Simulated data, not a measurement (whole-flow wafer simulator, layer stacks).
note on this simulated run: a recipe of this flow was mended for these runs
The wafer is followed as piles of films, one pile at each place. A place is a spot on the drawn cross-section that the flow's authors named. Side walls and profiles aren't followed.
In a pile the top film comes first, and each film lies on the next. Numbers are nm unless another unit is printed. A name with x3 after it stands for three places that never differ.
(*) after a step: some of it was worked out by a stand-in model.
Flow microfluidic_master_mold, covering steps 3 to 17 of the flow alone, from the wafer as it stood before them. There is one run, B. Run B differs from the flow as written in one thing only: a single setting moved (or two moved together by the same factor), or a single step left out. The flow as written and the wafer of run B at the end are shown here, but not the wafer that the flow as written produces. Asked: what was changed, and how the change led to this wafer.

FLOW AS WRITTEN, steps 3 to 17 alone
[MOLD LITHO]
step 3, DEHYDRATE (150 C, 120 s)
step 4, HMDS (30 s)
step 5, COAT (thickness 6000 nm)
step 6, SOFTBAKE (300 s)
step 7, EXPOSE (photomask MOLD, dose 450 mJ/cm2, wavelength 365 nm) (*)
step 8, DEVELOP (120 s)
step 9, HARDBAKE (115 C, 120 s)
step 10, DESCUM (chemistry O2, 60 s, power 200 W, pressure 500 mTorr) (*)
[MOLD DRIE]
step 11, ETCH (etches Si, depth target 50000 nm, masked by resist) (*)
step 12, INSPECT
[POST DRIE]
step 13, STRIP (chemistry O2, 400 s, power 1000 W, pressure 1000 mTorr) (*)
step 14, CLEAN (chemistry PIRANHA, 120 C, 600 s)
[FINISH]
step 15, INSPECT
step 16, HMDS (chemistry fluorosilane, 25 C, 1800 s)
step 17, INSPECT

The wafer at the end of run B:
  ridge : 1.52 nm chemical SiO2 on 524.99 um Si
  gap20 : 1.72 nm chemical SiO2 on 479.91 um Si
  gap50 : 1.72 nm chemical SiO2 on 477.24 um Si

Cause: step 5, COAT: thickness 4200 nm was run, while the flow as written has thickness 6000 nm.

Step by step, how the change led to this:
  step 5, COAT (thickness 6000 nm)
      ridge, gap20, gap50, gap200 x2: thick-i-line-resist gains 4200 (new film) (in the flow as written it would be: thick-i-line-resist gains 6000 (new film))
  step 8, DEVELOP (120 s)
      gap20, gap50, gap200 x2: thick-i-line-resist loses 4200 (all of it) (in the flow as written it would be: thick-i-line-resist loses 6000 (all of it))
  step 9, HARDBAKE (115 C, 120 s)
      ridge: thick-i-line-resist loses 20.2 (in the flow as written it would be: thick-i-line-resist loses 33.5)
  step 11, ETCH (etches Si, depth target 50000 nm, masked by resist) (*)
      gap20: chemical SiO2 loses 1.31 (all of it), Si loses 45.08 um (in the flow as written it would be: chemical SiO2 loses 1.31 (all of it), Si loses 44.81 um)
      gap50: chemical SiO2 loses 1.31 (all of it), Si loses 47.75 um (in the flow as written it would be: chemical SiO2 loses 1.31 (all of it), Si loses 47.62 um)
  step 13, STRIP (chemistry O2, 400 s, power 1000 W, pressure 1000 mTorr) (*)
      ridge: thick-i-line-resist loses 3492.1 (all of it), chemical SiO2 gains 0.92, Si loses 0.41 (in the flow as written it would be: thick-i-line-resist loses 5278.7 (all of it), chemical SiO2 gains 0.78, Si loses 0.34)
